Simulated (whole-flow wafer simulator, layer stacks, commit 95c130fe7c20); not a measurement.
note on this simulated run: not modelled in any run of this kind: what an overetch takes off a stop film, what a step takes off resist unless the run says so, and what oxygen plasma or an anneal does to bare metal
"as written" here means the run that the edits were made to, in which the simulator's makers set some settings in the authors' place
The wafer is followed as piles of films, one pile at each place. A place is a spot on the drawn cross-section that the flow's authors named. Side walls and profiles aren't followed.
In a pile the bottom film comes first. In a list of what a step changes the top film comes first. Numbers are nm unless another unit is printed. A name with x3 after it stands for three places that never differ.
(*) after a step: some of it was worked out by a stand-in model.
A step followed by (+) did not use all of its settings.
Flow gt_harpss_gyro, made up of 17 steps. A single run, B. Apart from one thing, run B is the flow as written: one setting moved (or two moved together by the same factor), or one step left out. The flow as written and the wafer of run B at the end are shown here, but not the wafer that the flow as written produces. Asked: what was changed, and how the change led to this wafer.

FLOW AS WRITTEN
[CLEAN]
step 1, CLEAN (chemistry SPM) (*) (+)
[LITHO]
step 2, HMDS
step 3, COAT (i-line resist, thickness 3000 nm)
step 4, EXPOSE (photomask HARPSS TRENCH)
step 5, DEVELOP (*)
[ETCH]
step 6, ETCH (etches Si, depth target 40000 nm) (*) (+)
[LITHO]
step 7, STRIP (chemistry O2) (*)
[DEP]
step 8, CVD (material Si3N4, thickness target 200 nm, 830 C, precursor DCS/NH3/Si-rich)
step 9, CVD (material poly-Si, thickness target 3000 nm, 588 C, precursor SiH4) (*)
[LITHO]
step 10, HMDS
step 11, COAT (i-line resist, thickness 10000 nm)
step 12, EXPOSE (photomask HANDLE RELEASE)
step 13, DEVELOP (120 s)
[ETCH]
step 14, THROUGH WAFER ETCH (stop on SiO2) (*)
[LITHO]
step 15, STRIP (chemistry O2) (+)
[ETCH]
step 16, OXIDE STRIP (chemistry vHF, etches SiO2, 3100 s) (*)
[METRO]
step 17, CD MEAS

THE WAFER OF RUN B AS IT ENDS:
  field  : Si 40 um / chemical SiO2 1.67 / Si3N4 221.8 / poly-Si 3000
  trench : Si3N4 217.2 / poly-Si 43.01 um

Cause: step 8, CVD: thickness target 221.8 nm was run, while the flow as written has thickness target 200 nm.
The wafer itself shows it: field has Si3N4 221.8, and step 8 as written asks for 200 nm.

The path from the change to this, step by step:
  step 8, CVD (material Si3N4, thickness target 200 nm, 830 C, precursor DCS/NH3/Si-rich)
      field: +221.8 Si3N4 (new film) (as written it would have been: +200 Si3N4 (new film))
      trench: +217.2 Si3N4 (new film) (as written it would have been: +195.9 Si3N4 (new film))
